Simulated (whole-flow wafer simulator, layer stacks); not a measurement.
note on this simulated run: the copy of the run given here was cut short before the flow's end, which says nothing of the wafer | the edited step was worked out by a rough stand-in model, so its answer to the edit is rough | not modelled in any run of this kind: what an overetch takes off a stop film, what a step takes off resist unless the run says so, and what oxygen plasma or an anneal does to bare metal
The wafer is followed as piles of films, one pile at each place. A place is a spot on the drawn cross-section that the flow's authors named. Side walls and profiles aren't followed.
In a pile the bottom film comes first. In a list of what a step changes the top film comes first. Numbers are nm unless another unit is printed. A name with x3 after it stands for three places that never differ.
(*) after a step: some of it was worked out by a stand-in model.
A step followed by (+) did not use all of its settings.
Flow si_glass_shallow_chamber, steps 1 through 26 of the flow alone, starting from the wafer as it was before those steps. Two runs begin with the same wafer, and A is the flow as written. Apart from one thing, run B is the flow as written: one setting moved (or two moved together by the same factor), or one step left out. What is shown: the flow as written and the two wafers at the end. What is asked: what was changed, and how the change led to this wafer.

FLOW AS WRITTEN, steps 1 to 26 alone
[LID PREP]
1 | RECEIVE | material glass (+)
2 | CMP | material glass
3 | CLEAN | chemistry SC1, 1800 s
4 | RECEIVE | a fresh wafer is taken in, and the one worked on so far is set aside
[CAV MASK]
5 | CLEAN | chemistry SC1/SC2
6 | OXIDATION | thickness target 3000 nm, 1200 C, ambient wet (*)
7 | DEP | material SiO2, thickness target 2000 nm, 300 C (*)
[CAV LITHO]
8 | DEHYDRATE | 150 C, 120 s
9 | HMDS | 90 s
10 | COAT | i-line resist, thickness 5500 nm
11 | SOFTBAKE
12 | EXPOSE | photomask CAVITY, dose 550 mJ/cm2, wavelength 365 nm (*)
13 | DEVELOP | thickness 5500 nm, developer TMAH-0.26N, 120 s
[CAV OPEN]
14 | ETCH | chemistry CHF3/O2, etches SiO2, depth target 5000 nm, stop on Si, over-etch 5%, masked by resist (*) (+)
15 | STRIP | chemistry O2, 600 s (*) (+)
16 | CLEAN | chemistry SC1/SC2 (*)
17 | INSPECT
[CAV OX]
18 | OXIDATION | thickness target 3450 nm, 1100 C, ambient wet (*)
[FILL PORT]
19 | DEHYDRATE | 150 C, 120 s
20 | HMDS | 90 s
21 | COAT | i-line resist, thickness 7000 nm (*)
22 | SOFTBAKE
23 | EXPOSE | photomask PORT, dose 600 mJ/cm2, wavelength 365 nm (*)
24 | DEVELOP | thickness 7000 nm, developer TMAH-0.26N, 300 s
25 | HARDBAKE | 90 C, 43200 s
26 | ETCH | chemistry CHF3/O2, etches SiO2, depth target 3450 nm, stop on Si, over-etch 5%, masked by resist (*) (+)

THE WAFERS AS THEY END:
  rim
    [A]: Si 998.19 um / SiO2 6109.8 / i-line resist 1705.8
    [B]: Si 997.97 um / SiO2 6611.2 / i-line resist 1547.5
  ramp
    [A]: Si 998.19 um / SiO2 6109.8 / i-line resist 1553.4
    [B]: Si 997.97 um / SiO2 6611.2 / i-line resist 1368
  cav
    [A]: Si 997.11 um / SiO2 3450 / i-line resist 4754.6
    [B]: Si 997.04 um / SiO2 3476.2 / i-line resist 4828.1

Cause: step 6, OXIDATION: thickness target 3600 nm was run, whereas the flow has thickness target 3000 nm.

Step by step, how the change led to this:
  6 | OXIDATION | thickness target 3000 nm, 1200 C, ambient wet (*)
      rim, ramp, cav, port, septum, ring: A SiO2 gains 3000 (new film), chemical SiO2 loses 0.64 (all of it), Si loses 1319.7 | B SiO2 gains 3600 (new film), chemical SiO2 loses 0.64 (all of it), Si loses 1583.7
  14 | ETCH | chemistry CHF3/O2, etches SiO2, depth target 5000 nm, stop on Si, over-etch 5%, masked by resist (*) (+)
      cav, port: A SiO2 loses 5000 (all of it), Si loses 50 | B SiO2 loses 5250
  15 | STRIP | chemistry O2, 600 s (*) (+)
      cav, port: A chemical SiO2 gains 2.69 (new film), Si loses 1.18 | B nothing
  18 | OXIDATION | thickness target 3450 nm, 1100 C, ambient wet (*)
      cav, port: A SiO2 gains 3450 (new film), chemical SiO2 loses 2.69 (all of it), Si loses 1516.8 | B SiO2 gains 3126.2, Si loses 1375.5
      rim, ramp, septum, ring: A SiO2 gains 1109.8, Si loses 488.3 | B SiO2 gains 1011.2, Si loses 444.9
  21 | COAT | i-line resist, thickness 7000 nm (*)
      ramp: A i-line resist gains 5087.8 (new film) | B i-line resist gains 4933.8 (new film)
  22 | SOFTBAKE
      rim: A i-line resist loses 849 | B i-line resist loses 901.1
      ramp: A i-line resist loses 434.5 | B i-line resist loses 472.3
      (as well as at 3 more places)
  25 | HARDBAKE | 90 C, 43200 s
      rim: A i-line resist loses 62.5 | B i-line resist loses 56.9
      ramp: A i-line resist loses 57.1 | B i-line resist loses 50.8
      (as well as at 1 more place)
  26 | ETCH | chemistry CHF3/O2, etches SiO2, depth target 3450 nm, stop on Si, over-etch 5%, masked by resist (*) (+)
      port: A SiO2 loses 3450 (all of it), Si loses 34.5 | B SiO2 loses 3476.2 (all of it), Si loses 29.3
